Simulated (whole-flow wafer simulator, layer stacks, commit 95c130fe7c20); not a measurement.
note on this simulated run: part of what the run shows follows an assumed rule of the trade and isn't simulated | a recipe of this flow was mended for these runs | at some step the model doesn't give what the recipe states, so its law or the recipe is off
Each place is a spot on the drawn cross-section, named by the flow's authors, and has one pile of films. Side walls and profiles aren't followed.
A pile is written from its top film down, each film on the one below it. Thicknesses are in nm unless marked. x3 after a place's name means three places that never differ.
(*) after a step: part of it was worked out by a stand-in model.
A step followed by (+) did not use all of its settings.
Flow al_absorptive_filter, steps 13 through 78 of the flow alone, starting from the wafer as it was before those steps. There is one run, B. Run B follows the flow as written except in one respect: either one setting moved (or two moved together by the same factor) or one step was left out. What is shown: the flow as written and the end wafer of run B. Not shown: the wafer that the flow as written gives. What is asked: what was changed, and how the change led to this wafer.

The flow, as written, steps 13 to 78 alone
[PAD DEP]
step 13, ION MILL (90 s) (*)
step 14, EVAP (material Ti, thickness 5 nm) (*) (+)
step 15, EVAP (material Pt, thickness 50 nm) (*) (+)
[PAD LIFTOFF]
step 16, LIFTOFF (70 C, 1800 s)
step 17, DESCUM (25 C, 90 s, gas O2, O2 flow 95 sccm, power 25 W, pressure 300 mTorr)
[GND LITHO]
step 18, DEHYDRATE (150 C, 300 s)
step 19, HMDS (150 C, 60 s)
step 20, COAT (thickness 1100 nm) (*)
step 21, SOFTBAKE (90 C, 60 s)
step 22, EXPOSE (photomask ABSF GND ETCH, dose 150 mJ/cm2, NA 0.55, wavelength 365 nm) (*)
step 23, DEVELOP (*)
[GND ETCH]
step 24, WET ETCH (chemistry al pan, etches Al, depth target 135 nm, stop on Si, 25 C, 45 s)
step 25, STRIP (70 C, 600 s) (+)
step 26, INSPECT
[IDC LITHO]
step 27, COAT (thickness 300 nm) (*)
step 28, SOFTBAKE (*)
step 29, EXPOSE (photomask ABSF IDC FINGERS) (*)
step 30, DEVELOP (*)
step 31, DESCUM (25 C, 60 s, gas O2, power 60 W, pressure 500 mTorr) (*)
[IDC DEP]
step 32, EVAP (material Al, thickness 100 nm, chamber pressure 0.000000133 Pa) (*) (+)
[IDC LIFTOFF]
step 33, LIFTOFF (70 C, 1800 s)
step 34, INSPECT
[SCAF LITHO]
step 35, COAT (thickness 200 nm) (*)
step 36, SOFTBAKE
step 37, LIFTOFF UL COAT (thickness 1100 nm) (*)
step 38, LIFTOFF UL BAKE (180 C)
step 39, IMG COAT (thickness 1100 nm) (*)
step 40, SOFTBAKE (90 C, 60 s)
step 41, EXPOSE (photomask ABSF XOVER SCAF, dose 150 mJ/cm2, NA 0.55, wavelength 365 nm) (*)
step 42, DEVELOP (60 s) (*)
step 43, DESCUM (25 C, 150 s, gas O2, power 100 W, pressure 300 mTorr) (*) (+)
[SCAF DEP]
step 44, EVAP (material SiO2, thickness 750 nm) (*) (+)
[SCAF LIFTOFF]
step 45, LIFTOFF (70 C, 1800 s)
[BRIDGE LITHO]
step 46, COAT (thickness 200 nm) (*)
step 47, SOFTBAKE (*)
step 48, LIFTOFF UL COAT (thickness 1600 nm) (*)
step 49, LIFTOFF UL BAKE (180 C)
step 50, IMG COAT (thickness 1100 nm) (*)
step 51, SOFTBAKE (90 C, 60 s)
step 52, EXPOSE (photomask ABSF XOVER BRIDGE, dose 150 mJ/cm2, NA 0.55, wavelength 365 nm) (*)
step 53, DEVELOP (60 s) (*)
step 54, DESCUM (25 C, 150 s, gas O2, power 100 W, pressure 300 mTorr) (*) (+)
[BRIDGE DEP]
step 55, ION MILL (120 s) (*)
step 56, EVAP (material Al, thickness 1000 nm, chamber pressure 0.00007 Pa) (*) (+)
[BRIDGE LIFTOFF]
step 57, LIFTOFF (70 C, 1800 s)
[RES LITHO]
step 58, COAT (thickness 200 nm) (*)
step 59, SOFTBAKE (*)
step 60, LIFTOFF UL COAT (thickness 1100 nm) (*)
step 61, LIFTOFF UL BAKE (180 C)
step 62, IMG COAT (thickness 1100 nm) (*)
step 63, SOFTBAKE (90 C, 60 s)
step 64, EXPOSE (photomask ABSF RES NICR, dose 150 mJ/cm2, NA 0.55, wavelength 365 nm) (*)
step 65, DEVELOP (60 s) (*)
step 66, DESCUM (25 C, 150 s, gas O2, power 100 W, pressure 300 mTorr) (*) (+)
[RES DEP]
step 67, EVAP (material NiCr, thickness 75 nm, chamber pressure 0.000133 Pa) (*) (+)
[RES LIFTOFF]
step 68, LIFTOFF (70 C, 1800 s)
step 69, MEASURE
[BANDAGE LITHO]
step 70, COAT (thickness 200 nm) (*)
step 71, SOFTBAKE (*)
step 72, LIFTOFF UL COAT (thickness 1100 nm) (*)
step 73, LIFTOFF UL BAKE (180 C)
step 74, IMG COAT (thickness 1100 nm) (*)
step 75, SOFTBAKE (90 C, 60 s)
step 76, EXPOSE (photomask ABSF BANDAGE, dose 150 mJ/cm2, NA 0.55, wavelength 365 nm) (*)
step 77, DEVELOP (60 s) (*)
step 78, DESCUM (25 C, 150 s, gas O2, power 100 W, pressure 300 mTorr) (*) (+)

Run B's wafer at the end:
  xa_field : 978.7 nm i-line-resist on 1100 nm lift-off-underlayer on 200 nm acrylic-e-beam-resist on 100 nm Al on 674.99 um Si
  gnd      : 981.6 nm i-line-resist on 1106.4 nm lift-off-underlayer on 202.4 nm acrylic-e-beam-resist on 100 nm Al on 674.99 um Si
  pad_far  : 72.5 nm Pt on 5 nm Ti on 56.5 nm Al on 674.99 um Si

The reason: step 15, EVAP: thickness 72.5 nm was run, while the flow as written has thickness 50 nm.
The wafer itself shows it: pad_far has Pt 72.5, and step 15 as written asks for 50 nm.

Step by step, how the change led to this:
  step 15, EVAP (material Pt, thickness 50 nm) (*) (+)
      gnd, pad_far, pad_near and 11 more: +72.5 Pt (new film) (it would be, as written: +50 Pt (new film))
  step 16, LIFTOFF (70 C, 1800 s)
      gnd, ledge, res and 9 more: -72.5 Pt (all of it), -5 Ti (all of it), -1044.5 i-line-resist (all of it), -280 lift-off-underlayer (all of it) (it would be, as written: -50 Pt (all of it), -5 Ti (all of it), -1044.5 i-line-resist (all of it), -280 lift-off-underlayer (all of it))
  step 27, COAT (thickness 300 nm) (*)
      pad_near: +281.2 e-beam-resist (new film) (it would be, as written: +288.3 e-beam-resist (new film))
      ledge: +281.8 e-beam-resist (new film) (it would be, as written: +274.4 e-beam-resist (new film))
  step 33, LIFTOFF (70 C, 1800 s)
      pad_far: -100 Al (all of it), -281.2 e-beam-resist (all of it) (it would be, as written: -100 Al (all of it), -287 e-beam-resist (all of it))
      pad_near: -100 Al (all of it), -272.1 e-beam-resist (all of it) (it would be, as written: -100 Al (all of it), -279.3 e-beam-resist (all of it))
      (as well as at 1 more place)
  step 35, COAT (thickness 200 nm) (*)
      pad_near: +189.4 acrylic-e-beam-resist (new film) (it would be, as written: +193.6 acrylic-e-beam-resist (new film))
      ledge: +177.5 acrylic-e-beam-resist (new film) (it would be, as written: +169.8 acrylic-e-beam-resist (new film))
  step 45, LIFTOFF (70 C, 1800 s)
      pad_near: -750 SiO2 (all of it), -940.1 i-line-resist (all of it), -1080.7 lift-off-underlayer (all of it), -189.4 acrylic-e-beam-resist (all of it) (it would be, as written: -750 SiO2 (all of it), -944.1 i-line-resist (all of it), -1088 lift-off-underlayer (all of it), -193.6 acrylic-e-beam-resist (all of it))
      ledge: -750 SiO2 (all of it), -950.4 i-line-resist (all of it), -1114.4 lift-off-underlayer (all of it), -177.5 acrylic-e-beam-resist (all of it) (it would be, as written: -750 SiO2 (all of it), -952.1 i-line-resist (all of it), -1114 lift-off-underlayer (all of it), -169.8 acrylic-e-beam-resist (all of it))
  step 46, COAT (thickness 200 nm) (*)
      pad_near: +189.4 acrylic-e-beam-resist (new film) (it would be, as written: +193.6 acrylic-e-beam-resist (new film))
      ledge: +177.5 acrylic-e-beam-resist (new film) (it would be, as written: +169.8 acrylic-e-beam-resist (new film))
  step 57, LIFTOFF (70 C, 1800 s)
      pad_near: -1000 Al (all of it), -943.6 i-line-resist (all of it), -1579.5 lift-off-underlayer (all of it), -189.4 acrylic-e-beam-resist (all of it) (it would be, as written: -1000 Al (all of it), -946.7 i-line-resist (all of it), -1587.9 lift-off-underlayer (all of it), -193.6 acrylic-e-beam-resist (all of it))
      ledge: -1000 Al (all of it), -950.4 i-line-resist (all of it), -1617.4 lift-off-underlayer (all of it), -177.5 acrylic-e-beam-resist (all of it) (it would be, as written: -1000 Al (all of it), -951.7 i-line-resist (all of it), -1617.2 lift-off-underlayer (all of it), -169.8 acrylic-e-beam-resist (all of it))
  step 58, COAT (thickness 200 nm) (*)
      pad_near: +189.4 acrylic-e-beam-resist (new film) (it would be, as written: +193.6 acrylic-e-beam-resist (new film))
      ledge: +177.5 acrylic-e-beam-resist (new film) (it would be, as written: +169.8 acrylic-e-beam-resist (new film))
  step 66, DESCUM (25 C, 150 s, gas O2, power 100 W, pressure 300 mTorr) (*) (+)
      pad_near: -189.4 acrylic-e-beam-resist (all of it) (it would be, as written: -193.6 acrylic-e-beam-resist (all of it))
      ledge: -177.5 acrylic-e-beam-resist (all of it) (it would be, as written: -169.8 acrylic-e-beam-resist (all of it))
  step 70, COAT (thickness 200 nm) (*)
      pad_near: +177 acrylic-e-beam-resist (new film) (it would be, as written: +180.9 acrylic-e-beam-resist (new film))
      ledge: +174.5 acrylic-e-beam-resist (new film) (it would be, as written: +167 acrylic-e-beam-resist (new film))
  step 78, DESCUM (25 C, 150 s, gas O2, power 100 W, pressure 300 mTorr) (*) (+)
      pad_near: -177 acrylic-e-beam-resist (all of it) (it would be, as written: -180.9 acrylic-e-beam-resist (all of it))
